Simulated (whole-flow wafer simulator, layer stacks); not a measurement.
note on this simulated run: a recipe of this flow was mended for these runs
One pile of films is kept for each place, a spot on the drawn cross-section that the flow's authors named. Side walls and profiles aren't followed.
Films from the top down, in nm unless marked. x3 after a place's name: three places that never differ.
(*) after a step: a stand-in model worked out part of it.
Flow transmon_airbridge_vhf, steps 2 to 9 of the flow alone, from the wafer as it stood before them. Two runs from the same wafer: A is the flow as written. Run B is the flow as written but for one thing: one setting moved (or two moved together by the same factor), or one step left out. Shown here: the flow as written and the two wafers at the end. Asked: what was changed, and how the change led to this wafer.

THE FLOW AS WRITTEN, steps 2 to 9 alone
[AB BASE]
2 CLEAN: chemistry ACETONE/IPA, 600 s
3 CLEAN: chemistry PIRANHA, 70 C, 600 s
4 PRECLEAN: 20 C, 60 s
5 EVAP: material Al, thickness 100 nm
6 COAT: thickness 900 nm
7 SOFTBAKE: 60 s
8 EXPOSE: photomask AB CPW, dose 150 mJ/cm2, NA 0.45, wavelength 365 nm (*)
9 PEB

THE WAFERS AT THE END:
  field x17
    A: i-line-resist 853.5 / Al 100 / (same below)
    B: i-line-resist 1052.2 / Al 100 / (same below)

The cause: step 6, COAT: thickness 1110 nm was run, where the flow has thickness 900 nm.

How the change led to this, step by step:
  6 COAT: thickness 900 nm
      field x17: A i-line-resist +900 (new film) | B i-line-resist +1110 (new film)
  9 PEB
      field x17: A i-line-resist -46.5 | B i-line-resist -57.8
